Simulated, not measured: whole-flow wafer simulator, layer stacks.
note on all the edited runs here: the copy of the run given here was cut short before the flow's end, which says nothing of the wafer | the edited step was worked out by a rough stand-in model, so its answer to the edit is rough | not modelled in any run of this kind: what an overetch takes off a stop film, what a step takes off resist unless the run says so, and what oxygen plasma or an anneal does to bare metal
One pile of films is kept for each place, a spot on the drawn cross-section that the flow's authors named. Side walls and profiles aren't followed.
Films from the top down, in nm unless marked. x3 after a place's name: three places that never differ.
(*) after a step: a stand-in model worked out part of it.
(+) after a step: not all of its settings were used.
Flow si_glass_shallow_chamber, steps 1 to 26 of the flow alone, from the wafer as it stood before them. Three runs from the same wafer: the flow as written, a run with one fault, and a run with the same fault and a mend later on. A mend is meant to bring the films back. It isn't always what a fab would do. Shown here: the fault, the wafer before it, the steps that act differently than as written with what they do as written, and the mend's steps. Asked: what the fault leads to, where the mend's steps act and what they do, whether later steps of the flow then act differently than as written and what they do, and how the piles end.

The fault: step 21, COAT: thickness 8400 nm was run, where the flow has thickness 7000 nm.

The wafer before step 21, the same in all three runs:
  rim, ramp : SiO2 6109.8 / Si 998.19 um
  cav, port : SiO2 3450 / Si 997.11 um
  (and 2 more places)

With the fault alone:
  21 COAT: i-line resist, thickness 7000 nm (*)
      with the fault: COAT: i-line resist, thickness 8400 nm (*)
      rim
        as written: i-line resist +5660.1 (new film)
        with the fault: i-line resist +7014.2 (new film)
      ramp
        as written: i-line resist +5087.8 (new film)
        with the fault: i-line resist +6432.4 (new film)
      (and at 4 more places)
  Later steps of the flow that act differently than as written (1 more step differs only slightly, by at most 2% or 0.5 nm, whichever is larger, and isn't shown):
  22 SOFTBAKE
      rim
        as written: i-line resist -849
        with the fault: i-line resist -1150.9
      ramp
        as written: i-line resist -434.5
        with the fault: i-line resist -589.1
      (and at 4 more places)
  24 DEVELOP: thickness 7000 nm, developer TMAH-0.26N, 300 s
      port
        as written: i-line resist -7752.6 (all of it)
        with the fault: i-line resist -9501.3 (all of it)
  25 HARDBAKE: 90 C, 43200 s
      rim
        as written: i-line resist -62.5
        with the fault: i-line resist -103.6
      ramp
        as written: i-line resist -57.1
        with the fault: i-line resist -102.8
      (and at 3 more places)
  At the end the piles differ from the flow's by more than 2% or 0.5 nm, whichever is larger, at rim, ramp, cav, septum, ring.
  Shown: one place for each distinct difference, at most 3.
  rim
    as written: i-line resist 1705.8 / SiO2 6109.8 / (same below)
    with the fault: i-line resist 2716.9 / SiO2 6109.8 / (same below)
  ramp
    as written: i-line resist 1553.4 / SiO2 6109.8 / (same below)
    with the fault: i-line resist 2697.7 / SiO2 6109.8 / (same below)
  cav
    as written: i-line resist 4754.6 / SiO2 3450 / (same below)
    with the fault: i-line resist 6181 / SiO2 3450 / (same below)

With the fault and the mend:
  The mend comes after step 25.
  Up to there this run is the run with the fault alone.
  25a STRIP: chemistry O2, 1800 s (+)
      rim
        i-line resist -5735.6 (all of it)
      ramp
        i-line resist -5716.5 (all of it)
      cav
        i-line resist -9199.8 (all of it)
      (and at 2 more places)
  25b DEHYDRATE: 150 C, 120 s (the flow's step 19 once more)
      changes no film at any place that is followed
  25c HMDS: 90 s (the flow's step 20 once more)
      changes no film at any place that is followed
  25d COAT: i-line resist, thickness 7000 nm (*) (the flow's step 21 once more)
      rim
        i-line resist +5660.1 (new film)
      ramp
        i-line resist +5087.8 (new film)
      cav
        i-line resist +7637.2 (new film)
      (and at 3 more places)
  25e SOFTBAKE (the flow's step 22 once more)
      rim
        i-line resist -849
      ramp
        i-line resist -434.5
      cav
        i-line resist +373.7
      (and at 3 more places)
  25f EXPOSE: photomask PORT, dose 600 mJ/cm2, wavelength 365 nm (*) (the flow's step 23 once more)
      changes no film at any place that is followed
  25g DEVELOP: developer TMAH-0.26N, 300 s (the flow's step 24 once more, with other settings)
      rim, ramp, cav, septum, ring
        i-line resist -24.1
      port
        i-line resist -7752.6 (all of it)
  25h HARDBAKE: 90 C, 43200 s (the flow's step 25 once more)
      rim
        i-line resist -62.5
      ramp
        i-line resist -57.1
      cav
        i-line resist -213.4
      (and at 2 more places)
  No later step of the flow acts differently than as written at any place that is followed.
  At the end the piles are the same as the flow's at every place that both follow.
